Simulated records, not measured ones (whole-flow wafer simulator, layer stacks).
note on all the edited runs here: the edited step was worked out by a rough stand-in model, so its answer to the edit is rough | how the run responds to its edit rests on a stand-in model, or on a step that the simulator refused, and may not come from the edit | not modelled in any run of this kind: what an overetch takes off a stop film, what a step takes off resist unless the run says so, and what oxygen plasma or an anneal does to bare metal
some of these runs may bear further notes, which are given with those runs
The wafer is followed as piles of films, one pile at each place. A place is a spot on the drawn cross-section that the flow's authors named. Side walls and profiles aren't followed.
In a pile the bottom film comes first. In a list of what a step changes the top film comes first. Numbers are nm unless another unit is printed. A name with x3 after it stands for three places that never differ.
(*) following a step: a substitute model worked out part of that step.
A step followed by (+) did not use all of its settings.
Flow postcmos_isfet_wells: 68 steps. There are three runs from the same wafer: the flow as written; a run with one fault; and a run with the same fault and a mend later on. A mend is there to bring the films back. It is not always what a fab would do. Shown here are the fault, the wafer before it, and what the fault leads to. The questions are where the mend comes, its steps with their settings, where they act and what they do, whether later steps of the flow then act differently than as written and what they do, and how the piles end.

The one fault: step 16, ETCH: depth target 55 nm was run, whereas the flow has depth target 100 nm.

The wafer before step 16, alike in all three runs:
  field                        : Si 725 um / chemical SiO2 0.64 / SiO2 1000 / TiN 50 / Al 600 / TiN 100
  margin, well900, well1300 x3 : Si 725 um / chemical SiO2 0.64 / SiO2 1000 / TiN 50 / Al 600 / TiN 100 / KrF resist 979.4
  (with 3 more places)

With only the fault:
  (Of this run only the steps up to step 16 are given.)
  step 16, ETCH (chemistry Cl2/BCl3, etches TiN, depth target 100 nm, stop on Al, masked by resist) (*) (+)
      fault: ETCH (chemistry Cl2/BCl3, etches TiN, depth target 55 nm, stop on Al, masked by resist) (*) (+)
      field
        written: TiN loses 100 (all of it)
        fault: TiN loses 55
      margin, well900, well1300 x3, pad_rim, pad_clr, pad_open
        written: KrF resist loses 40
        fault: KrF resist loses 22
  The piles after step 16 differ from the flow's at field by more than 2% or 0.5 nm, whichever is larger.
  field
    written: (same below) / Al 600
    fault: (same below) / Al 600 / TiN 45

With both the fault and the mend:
  After step 16 comes the mend.
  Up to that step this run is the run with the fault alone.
  step 16a, ETCH (chemistry Cl2/BCl3, etches TiN, depth target 45 nm, stop on Al, masked by resist) (a further turn of the flow's step 16, with different settings)
      margin, well900, well1300 x3, pad_rim, pad_clr, pad_open
        KrF resist loses 18
      field
        TiN loses 45 (all of it)
  None of the later steps of the flow acts differently than as written at any place that is followed.
  The piles end the same as the flow's at every place that both follow.
